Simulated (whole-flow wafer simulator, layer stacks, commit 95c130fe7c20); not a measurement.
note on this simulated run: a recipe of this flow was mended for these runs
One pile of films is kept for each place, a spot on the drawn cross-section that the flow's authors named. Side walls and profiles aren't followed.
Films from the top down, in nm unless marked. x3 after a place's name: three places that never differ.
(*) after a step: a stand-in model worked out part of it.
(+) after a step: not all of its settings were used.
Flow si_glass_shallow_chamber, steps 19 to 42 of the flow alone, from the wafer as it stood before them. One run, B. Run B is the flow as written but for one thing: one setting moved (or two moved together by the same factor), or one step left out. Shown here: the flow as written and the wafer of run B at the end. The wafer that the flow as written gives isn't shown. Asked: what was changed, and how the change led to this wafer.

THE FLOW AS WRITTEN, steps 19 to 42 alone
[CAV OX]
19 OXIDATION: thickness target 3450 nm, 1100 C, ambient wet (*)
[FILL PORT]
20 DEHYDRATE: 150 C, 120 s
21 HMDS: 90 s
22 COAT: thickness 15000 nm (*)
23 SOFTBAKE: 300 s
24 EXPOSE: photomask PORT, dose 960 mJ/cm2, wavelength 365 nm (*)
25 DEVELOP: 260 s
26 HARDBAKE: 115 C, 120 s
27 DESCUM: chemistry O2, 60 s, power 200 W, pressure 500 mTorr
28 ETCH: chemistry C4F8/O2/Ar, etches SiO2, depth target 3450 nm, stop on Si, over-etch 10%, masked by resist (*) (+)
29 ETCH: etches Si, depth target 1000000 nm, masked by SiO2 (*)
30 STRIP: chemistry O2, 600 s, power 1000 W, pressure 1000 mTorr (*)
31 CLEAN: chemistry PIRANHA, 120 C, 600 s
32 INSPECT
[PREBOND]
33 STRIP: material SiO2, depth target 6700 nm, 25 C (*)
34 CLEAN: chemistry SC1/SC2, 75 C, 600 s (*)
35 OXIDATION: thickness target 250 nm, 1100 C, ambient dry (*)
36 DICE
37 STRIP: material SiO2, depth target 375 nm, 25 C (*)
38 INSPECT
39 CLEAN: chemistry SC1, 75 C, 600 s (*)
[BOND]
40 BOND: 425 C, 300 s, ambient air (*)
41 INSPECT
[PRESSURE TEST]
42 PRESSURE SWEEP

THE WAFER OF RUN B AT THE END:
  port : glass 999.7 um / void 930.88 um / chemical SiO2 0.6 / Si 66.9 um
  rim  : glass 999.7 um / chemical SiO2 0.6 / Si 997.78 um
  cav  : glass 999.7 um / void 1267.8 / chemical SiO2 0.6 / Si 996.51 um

The cause: step 19, OXIDATION: thickness target 4485 nm was run, where the flow has thickness target 3450 nm.

How the change led to this, step by step:
  19 OXIDATION: thickness target 3450 nm, 1100 C, ambient wet (*)
      rim, ramp, septum, ring: SiO2 +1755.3, Si -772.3 (as written it would be: SiO2 +1110.9, Si -488.8)
      cav, port: SiO2 +4485 (new film), chemical SiO2 -0.6 (all of it), Si -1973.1 (as written it would be: SiO2 +3450 (new film), chemical SiO2 -0.6 (all of it), Si -1517.7)
  22 COAT: thickness 15000 nm (*)
      rim: thick-i-line-resist +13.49 um (new film) (as written it would be: thick-i-line-resist +13.4 um (new film))
      ramp: thick-i-line-resist +13.01 um (new film) (as written it would be: thick-i-line-resist +12.89 um (new film))
      (and at 3 more places)
  23 SOFTBAKE: 300 s
      rim: thick-i-line-resist -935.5 (as written it would be: thick-i-line-resist -997)
      ramp: thick-i-line-resist -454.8 (as written it would be: thick-i-line-resist -487.1)
      (and at 4 more places)
  25 DEVELOP: 260 s
      port: thick-i-line-resist -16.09 um (all of it) (as written it would be: thick-i-line-resist -16.16 um (all of it))
  28 ETCH: chemistry C4F8/O2/Ar, etches SiO2, depth target 3450 nm, stop on Si, over-etch 10%, masked by resist (*) (+)
      port: SiO2 -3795 (as written it would be: SiO2 -3450 (all of it), Si -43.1)
  29 ETCH: etches Si, depth target 1000000 nm, masked by SiO2 (*)
      port: SiO2 -690 (all of it), Si -929.61 um (as written it would be: hole +997.05 um (new film), Si -997.05 um (all of it))
      rim, ramp: thick-i-line-resist -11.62 um (all of it), SiO2 -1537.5 (as written it would be: thick-i-line-resist -11.47 um (all of it), SiO2 -1617.3)
      (and at 2 more places)
  30 STRIP: chemistry O2, 600 s, power 1000 W, pressure 1000 mTorr (*)
      port: chemical SiO2 +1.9 (new film), Si -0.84 (as written it would be: nothing)
      cav: thick-i-line-resist -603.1 (all of it) (as written it would be: thick-i-line-resist -669.6 (all of it))
  33 STRIP: material SiO2, depth target 6700 nm, 25 C (*)
      port: chemical SiO2 -1.9 (all of it) (as written it would be: nothing)
      rim, ramp: SiO2 -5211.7 (all of it) (as written it would be: SiO2 -4487.5 (all of it))
      (and at 3 more places)
  34 CLEAN: chemistry SC1/SC2, 75 C, 600 s (*)
      port: chemical SiO2 +0.6 (new film), Si -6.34 (as written it would be: nothing)
  35 OXIDATION: thickness target 250 nm, 1100 C, ambient dry (*)
      port: SiO2 +250 (new film), chemical SiO2 -0.6 (all of it), Si -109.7 (as written it would be: nothing)
  37 STRIP: material SiO2, depth target 375 nm, 25 C (*)
      port: SiO2 -250 (all of it) (as written it would be: nothing)
  39 CLEAN: chemistry SC1, 75 C, 600 s (*)
      port: chemical SiO2 +0.6 (new film), Si -6.34 (as written it would be: nothing)
  40 BOND: 425 C, 300 s, ambient air (*)
      port: glass +999.7 um (new film), void +930.88 um (new film) (as written it would be: glass +999.7 um (new film), hole +1017.3)
      cav: glass +999.7 um (new film), void +1267.8 (new film) (as written it would be: glass +999.7 um (new film), void +1095.9 (new film))
